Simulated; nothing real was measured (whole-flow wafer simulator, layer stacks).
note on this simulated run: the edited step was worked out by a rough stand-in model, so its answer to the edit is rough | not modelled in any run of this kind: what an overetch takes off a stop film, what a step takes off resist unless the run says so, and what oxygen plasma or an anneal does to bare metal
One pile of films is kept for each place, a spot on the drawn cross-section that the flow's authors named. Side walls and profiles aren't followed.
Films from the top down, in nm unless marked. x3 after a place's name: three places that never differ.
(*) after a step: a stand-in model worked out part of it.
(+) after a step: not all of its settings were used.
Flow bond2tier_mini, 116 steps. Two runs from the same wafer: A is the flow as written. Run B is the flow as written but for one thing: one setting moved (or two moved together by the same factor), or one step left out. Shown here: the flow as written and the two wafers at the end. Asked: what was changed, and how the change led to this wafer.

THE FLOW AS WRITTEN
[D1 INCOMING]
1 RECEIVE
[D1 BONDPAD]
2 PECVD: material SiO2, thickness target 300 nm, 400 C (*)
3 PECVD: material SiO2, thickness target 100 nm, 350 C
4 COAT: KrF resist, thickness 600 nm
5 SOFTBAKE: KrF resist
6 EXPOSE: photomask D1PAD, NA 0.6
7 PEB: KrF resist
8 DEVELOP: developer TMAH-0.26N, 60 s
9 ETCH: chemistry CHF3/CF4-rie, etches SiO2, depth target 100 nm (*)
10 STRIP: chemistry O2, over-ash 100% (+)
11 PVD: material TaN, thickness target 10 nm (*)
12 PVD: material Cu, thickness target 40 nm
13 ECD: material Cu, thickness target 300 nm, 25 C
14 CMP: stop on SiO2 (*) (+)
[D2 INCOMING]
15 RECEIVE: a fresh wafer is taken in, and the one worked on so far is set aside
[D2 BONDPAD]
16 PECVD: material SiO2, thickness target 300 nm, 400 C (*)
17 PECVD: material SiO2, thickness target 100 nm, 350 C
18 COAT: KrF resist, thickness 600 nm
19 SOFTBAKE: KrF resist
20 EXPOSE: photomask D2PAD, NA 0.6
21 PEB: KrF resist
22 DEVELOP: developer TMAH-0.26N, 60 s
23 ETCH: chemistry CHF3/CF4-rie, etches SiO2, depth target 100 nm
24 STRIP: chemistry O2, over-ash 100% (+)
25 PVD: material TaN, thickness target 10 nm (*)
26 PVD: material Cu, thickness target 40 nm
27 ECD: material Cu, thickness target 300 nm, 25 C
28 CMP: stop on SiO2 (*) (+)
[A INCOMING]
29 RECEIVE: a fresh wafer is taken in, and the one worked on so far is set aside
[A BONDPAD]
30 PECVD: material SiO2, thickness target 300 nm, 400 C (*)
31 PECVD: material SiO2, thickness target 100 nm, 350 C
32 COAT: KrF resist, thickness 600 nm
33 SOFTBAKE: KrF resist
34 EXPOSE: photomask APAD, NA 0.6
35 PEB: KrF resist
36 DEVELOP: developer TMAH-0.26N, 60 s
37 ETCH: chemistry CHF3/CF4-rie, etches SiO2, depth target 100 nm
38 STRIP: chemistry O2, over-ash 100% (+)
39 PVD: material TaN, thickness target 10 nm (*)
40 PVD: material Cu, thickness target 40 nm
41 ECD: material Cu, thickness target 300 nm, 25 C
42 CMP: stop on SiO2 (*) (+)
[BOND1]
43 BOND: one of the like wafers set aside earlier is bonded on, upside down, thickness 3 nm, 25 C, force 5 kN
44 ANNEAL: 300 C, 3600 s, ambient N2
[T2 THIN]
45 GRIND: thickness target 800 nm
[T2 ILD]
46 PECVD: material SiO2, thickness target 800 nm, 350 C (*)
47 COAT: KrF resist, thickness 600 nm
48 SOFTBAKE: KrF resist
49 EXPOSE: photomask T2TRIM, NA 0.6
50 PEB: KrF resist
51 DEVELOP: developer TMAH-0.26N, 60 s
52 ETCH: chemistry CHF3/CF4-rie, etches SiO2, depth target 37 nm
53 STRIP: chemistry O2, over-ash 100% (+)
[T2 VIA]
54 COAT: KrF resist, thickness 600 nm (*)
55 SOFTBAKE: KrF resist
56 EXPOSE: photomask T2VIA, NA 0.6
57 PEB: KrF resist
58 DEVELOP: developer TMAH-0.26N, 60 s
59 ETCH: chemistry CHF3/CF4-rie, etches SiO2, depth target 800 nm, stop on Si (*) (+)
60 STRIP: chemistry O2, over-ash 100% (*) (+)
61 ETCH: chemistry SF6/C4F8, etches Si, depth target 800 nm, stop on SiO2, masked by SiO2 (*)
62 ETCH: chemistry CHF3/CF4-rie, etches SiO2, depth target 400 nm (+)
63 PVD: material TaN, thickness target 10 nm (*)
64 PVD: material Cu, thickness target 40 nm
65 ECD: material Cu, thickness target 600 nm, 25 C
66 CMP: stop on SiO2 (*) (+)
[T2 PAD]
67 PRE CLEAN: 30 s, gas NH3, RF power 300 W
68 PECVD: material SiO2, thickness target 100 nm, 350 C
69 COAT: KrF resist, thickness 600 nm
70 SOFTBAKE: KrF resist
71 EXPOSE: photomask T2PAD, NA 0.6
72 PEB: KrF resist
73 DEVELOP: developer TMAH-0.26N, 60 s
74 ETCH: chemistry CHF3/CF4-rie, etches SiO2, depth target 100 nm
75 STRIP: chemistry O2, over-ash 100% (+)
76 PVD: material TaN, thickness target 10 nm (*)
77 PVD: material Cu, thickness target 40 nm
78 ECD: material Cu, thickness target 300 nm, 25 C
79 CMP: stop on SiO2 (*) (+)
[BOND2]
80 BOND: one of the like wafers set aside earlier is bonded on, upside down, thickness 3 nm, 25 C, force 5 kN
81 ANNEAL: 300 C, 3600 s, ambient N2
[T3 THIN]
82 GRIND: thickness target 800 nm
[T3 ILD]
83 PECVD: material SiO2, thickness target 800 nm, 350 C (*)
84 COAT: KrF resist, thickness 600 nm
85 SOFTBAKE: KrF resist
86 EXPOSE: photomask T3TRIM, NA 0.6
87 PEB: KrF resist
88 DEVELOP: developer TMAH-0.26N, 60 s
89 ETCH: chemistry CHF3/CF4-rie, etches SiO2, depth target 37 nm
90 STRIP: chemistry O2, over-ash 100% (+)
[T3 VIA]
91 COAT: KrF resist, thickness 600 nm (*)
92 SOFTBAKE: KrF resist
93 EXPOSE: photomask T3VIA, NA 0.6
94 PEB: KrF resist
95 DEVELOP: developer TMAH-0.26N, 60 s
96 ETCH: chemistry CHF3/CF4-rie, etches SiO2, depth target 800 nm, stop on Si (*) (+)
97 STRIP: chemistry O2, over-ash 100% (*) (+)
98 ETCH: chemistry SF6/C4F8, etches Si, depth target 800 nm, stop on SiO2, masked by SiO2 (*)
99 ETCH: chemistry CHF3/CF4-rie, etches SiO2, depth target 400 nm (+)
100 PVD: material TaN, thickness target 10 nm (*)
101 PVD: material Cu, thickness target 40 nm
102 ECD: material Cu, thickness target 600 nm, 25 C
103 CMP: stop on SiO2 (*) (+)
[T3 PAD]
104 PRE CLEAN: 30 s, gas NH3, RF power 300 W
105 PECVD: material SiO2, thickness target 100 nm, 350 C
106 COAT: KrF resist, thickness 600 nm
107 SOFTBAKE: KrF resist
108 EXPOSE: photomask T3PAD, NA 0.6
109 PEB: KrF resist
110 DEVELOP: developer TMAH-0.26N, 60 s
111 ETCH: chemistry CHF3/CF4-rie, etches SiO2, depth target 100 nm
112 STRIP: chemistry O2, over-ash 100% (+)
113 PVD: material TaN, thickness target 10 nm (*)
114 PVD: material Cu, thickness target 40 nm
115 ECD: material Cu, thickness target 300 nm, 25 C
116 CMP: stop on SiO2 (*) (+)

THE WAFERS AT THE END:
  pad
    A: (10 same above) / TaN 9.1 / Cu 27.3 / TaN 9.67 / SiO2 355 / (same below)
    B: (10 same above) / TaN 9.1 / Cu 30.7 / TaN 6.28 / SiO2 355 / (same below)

The cause: step 63, PVD: thickness target 6.5 nm was run, where the flow has thickness target 10 nm.

How the change led to this, step by step:
  63 PVD: material TaN, thickness target 10 nm (*)
      field: A TaN +10 (new film) | B TaN +6.5 (new film)
      pad: A TaN +9.67 (new film) | B TaN +6.28 (new film)
  66 CMP: stop on SiO2 (*) (+)
      field: A Cu -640 (all of it), TaN -10 (all of it) | B Cu -640 (all of it), TaN -6.5 (all of it)
